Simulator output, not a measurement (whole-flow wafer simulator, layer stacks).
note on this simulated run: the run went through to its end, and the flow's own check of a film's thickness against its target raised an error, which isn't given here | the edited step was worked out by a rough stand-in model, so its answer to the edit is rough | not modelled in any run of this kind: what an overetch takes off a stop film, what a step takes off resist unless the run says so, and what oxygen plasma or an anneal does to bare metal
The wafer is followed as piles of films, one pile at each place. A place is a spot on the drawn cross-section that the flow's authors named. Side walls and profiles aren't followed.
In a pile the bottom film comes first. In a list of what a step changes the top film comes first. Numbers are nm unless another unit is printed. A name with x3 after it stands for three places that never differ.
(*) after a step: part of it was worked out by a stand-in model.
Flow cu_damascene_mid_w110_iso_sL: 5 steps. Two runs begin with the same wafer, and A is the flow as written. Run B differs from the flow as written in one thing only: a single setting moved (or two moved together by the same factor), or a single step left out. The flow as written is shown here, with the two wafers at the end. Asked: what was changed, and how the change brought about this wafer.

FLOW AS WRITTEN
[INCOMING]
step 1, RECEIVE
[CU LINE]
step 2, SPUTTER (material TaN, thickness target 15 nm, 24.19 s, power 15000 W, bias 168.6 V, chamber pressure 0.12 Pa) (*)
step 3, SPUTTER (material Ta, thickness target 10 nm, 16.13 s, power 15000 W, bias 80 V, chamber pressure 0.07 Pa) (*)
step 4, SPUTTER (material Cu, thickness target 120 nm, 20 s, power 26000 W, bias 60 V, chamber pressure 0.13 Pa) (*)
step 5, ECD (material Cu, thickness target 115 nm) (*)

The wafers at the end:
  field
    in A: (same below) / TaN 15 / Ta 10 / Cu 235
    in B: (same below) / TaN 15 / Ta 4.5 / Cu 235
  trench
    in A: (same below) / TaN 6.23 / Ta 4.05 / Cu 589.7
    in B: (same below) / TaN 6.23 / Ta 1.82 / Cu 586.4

The reason: step 3, SPUTTER: thickness target 4.5 nm was run, whereas the flow has thickness target 10 nm; step 3, SPUTTER: 7.26 s was run, where the flow has 16.13 s.
The wafer itself shows it: field has Ta 4.5, and step 3 as written asks for 10 nm.

The path from the change to this, step by step:
  step 3, SPUTTER (material Ta, thickness target 10 nm, 16.13 s, power 15000 W, bias 80 V, chamber pressure 0.07 Pa) (*)
      field: A Ta gains 10 (new film) | B Ta gains 4.5 (new film)
      trench: A Ta gains 4.05 (new film) | B Ta gains 1.82 (new film)
